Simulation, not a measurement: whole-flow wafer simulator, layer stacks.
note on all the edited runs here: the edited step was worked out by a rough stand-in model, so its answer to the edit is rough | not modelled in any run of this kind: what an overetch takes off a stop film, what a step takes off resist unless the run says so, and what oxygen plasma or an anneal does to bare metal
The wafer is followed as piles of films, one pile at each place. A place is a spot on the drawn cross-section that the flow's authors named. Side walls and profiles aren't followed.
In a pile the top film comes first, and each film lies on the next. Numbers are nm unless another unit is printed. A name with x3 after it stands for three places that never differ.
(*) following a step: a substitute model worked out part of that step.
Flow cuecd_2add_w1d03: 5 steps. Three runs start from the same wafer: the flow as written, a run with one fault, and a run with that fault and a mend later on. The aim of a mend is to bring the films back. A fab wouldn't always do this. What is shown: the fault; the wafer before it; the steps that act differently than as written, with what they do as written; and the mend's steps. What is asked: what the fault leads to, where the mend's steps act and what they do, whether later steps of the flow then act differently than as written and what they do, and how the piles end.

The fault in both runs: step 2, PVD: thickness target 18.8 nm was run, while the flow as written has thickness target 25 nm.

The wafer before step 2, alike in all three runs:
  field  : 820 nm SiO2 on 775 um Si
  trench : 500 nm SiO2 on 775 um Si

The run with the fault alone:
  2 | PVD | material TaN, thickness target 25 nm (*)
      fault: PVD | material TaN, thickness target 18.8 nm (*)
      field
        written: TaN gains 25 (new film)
        fault: TaN gains 18.8 (new film)
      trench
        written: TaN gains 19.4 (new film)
        fault: TaN gains 14.6 (new film)
  Later steps of the flow that are run all act as written at every place that is followed, up to a difference of at most 2% or 0.5 nm, whichever is larger.
  By the end, the piles at field, trench depart from the flow's by more than 2% or 0.5 nm, whichever is larger.
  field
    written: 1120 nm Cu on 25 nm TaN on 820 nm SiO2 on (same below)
    fault: 1120 nm Cu on 18.8 nm TaN on 820 nm SiO2 on (same below)
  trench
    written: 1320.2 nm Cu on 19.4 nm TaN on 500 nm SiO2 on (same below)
    fault: 1318.5 nm Cu on 14.6 nm TaN on 500 nm SiO2 on (same below)

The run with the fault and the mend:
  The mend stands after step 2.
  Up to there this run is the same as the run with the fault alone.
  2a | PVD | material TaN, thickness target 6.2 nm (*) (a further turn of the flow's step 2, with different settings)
      field
        TaN gains 6.2
      trench
        TaN gains 4.76
  Later steps of the flow that are run all act as written at every place that is followed.
  When the end is reached, the piles differ only a little from the flow's at the places that both follow, at most by 2% or 0.5 nm, whichever is larger.
